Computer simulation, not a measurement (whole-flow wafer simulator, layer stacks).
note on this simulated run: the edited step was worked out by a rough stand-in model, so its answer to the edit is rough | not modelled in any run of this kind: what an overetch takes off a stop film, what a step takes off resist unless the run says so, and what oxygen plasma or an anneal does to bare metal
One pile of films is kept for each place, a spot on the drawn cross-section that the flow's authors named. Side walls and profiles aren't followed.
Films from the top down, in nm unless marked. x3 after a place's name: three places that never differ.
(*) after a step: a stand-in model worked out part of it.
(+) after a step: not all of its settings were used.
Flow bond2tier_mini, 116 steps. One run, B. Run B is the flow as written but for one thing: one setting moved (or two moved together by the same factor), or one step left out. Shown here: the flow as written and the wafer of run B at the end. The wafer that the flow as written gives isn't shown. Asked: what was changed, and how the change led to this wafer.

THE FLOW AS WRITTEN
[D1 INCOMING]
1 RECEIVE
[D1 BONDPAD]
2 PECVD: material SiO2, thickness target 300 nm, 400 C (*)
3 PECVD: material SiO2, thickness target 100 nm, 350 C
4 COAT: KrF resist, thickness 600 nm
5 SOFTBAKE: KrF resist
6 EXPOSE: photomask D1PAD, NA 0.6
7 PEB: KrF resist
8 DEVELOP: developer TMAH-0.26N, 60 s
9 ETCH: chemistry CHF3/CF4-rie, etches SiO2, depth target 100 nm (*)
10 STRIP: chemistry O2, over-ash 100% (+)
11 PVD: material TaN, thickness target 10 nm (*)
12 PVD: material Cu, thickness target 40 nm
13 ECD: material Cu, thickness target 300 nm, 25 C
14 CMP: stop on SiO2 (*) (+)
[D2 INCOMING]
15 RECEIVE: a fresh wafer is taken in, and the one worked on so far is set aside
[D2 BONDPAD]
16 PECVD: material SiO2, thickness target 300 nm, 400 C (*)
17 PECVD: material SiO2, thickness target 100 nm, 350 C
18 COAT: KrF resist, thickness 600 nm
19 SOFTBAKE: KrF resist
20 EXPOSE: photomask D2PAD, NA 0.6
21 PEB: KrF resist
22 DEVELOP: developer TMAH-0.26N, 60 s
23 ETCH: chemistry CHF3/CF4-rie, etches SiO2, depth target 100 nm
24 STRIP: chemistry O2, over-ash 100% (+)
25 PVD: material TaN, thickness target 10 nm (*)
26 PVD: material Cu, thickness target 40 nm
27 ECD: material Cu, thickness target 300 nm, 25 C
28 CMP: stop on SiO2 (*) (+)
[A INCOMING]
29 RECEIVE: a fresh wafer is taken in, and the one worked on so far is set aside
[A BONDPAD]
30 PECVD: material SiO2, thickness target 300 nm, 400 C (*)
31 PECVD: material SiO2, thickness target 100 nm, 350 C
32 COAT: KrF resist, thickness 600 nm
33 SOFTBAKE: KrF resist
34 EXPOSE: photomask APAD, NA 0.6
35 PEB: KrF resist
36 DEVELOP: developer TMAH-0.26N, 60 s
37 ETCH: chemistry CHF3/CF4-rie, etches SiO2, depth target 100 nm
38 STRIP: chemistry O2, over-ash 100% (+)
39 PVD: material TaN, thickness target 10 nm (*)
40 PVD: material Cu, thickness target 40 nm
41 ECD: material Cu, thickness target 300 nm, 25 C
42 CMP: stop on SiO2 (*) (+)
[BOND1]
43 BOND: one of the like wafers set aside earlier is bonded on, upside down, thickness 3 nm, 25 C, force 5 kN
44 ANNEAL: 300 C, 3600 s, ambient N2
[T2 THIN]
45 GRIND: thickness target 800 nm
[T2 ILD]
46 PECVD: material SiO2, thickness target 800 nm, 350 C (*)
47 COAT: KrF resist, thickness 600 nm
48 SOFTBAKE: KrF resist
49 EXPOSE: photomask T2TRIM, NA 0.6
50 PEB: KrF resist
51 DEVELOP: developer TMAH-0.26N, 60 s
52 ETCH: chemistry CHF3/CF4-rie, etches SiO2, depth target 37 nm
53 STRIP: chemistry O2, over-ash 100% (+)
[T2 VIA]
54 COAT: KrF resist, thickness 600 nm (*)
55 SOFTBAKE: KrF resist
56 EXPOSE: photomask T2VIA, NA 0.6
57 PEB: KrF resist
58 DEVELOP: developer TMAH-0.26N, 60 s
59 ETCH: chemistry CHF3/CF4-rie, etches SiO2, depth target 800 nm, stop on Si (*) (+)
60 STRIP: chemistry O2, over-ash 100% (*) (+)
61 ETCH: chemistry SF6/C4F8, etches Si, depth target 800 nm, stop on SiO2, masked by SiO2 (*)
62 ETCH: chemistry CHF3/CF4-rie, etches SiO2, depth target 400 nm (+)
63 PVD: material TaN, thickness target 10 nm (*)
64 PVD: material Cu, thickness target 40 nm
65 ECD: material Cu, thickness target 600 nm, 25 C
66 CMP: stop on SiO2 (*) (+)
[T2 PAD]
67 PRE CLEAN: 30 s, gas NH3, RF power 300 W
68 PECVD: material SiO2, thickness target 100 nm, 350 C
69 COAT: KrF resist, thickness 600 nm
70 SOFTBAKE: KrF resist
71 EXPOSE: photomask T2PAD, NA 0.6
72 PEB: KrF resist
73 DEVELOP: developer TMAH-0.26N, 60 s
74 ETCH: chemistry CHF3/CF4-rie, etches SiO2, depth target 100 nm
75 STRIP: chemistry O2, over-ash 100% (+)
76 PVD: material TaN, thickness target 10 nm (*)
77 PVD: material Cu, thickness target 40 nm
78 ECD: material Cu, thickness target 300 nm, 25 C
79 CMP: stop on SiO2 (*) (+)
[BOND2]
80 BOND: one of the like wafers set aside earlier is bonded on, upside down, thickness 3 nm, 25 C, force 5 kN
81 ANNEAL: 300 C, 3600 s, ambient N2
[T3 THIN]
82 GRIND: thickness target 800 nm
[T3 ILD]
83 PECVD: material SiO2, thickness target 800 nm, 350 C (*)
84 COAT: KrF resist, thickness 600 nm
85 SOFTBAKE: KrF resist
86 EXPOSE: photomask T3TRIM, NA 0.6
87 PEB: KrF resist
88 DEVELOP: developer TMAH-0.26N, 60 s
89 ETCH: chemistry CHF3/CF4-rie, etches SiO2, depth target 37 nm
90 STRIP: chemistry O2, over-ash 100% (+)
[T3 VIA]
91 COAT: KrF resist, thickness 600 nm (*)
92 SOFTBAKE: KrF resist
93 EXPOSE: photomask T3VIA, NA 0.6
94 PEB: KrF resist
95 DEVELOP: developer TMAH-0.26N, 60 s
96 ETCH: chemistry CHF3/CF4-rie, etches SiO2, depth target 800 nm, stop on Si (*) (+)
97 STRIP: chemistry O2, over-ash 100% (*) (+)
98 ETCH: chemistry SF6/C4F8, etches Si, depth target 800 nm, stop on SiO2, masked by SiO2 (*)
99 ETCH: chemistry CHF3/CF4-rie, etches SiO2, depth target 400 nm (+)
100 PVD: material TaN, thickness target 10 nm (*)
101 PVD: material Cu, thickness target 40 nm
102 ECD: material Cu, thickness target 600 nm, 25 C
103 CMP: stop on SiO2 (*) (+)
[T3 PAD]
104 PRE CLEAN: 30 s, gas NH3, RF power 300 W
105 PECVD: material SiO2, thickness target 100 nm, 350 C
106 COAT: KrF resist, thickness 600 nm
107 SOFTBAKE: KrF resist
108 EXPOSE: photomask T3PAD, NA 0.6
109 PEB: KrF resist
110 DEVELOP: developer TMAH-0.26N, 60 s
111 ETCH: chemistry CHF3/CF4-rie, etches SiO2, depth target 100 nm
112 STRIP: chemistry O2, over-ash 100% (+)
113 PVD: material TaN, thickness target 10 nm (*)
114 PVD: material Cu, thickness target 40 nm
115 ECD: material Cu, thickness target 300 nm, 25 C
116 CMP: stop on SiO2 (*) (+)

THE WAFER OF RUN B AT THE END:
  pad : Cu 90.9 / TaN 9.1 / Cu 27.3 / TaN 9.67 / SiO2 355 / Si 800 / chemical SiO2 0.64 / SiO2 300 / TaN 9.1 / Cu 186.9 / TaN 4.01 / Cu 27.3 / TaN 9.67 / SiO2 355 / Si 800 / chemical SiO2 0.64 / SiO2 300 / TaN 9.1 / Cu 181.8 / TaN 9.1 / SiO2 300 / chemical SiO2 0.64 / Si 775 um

The cause: step 76, PVD: thickness target 4.4 nm was run, where the flow has thickness target 10 nm.

How the change led to this, step by step:
  76 PVD: material TaN, thickness target 10 nm (*)
      field: TaN +4.4 (new film) (as written it would be: TaN +10 (new film))
      pad: TaN +4.01 (new film) (as written it would be: TaN +9.1 (new film))
  79 CMP: stop on SiO2 (*) (+)
      field: Cu -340 (all of it), TaN -4.4 (all of it) (as written it would be: Cu -340 (all of it), TaN -10 (all of it))
